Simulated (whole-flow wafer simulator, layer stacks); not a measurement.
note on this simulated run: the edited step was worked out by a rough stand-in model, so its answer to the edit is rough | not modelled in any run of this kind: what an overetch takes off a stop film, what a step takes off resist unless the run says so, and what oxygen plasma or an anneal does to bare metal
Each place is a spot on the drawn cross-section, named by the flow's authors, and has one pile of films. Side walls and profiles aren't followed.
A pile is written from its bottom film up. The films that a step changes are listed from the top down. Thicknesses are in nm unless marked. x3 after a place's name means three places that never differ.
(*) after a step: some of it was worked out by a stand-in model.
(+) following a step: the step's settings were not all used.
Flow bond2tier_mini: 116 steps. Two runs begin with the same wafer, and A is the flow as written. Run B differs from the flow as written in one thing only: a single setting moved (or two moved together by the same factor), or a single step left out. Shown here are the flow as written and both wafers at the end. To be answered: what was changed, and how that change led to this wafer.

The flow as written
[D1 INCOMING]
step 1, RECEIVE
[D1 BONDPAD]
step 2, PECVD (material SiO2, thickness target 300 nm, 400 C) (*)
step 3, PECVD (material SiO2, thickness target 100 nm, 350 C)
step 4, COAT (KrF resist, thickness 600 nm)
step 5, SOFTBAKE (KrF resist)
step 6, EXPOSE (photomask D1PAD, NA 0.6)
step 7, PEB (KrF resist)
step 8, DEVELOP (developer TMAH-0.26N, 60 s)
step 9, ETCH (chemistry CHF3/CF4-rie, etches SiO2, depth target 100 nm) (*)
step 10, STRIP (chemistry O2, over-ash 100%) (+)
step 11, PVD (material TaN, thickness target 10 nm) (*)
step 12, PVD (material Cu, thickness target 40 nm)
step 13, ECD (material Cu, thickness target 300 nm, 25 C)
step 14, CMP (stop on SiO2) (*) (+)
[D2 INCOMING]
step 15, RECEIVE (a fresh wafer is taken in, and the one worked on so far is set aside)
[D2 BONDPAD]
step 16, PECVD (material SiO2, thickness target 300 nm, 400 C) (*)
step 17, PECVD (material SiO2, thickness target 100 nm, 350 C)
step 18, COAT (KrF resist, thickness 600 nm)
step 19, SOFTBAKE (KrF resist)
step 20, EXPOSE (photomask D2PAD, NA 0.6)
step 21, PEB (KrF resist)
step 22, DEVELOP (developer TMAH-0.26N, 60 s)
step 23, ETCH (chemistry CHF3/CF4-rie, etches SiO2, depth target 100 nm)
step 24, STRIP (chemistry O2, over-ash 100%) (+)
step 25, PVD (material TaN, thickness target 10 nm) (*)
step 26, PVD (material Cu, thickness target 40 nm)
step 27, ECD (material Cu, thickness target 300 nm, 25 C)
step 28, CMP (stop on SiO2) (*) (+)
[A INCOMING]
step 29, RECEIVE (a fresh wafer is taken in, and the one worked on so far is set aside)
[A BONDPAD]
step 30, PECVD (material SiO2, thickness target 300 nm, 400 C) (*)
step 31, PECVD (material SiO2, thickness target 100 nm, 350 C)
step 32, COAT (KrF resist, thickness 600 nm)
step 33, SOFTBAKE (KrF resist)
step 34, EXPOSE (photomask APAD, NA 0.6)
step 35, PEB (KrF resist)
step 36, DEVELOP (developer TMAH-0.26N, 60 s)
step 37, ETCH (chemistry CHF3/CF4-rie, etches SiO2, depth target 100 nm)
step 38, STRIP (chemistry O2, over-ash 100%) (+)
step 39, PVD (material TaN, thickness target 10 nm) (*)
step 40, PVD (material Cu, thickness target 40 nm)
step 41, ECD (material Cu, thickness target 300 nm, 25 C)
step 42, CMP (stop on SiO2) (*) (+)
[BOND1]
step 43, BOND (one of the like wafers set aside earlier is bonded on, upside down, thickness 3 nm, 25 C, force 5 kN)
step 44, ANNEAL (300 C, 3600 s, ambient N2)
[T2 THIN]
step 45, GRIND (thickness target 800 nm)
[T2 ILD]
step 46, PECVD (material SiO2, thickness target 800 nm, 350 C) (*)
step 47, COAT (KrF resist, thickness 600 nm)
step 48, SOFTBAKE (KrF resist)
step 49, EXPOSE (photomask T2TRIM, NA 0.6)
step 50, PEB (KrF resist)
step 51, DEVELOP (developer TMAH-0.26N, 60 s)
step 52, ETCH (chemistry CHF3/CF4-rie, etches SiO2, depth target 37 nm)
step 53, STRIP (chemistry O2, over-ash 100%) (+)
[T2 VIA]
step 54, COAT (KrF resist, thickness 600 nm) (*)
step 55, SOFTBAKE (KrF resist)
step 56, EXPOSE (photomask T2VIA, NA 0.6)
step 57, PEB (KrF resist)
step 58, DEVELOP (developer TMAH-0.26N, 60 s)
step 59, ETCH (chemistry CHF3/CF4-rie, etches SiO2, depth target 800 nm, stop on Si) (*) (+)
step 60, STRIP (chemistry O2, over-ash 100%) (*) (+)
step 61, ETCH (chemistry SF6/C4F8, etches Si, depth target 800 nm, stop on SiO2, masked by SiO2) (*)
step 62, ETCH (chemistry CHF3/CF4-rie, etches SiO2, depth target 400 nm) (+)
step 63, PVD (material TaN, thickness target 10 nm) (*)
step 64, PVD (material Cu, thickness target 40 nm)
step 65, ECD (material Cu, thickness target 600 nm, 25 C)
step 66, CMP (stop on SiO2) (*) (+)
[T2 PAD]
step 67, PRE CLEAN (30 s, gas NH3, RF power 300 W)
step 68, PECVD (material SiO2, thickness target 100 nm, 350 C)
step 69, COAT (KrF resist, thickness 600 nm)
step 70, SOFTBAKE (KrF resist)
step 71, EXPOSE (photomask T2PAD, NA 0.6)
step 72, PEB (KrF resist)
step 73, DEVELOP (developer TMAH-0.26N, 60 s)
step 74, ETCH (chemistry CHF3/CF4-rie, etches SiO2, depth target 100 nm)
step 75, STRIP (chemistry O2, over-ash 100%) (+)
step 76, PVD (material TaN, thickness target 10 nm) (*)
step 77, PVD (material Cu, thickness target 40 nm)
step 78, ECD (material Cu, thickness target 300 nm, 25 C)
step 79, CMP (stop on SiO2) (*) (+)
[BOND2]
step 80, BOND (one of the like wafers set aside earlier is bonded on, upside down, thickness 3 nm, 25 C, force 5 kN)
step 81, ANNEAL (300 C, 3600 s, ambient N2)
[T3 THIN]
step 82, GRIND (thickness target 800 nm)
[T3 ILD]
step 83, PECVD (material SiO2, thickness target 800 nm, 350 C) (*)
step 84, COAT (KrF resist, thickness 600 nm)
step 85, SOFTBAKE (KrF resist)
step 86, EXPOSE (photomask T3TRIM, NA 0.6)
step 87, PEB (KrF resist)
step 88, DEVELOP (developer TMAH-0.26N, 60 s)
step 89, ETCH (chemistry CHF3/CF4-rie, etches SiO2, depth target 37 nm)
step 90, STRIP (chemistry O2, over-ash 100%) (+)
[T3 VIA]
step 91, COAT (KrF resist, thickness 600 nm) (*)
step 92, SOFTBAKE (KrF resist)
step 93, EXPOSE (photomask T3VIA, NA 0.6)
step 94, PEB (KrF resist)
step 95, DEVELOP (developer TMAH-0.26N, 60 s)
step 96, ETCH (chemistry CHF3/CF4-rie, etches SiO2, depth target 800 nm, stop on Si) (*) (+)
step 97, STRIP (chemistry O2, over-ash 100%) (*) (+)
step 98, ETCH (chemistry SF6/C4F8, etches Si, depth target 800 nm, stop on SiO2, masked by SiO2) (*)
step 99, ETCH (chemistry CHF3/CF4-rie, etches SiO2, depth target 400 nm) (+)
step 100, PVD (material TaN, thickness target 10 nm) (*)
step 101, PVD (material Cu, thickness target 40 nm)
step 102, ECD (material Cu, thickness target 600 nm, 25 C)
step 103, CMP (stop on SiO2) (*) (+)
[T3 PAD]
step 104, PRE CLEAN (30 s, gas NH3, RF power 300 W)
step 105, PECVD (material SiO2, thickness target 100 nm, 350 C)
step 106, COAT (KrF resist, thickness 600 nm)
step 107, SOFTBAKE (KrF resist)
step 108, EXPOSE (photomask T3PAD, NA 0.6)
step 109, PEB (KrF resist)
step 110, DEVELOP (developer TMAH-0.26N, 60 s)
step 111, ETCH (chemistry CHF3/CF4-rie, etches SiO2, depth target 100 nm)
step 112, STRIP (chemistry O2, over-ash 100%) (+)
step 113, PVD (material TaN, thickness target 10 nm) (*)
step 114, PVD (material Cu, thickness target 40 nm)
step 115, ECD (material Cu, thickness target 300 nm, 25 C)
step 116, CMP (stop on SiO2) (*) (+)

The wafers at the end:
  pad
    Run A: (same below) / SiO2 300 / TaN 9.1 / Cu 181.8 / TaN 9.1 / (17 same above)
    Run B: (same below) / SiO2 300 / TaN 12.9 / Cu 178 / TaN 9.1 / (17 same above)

Cause: step 39, PVD: thickness target 14.2 nm was run, though the flow has thickness target 10 nm.

Step by step, how the change led to this:
  step 39, PVD (material TaN, thickness target 10 nm) (*)
      field: A +10 TaN (new film) | B +14.2 TaN (new film)
      pad: A +9.1 TaN (new film) | B +12.9 TaN (new film)
      (and at 1 other place as well)
  step 42, CMP (stop on SiO2) (*) (+)
      field: A -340 Cu (all of it), -10 TaN (all of it) | B -340 Cu (all of it), -14.2 TaN (all of it)
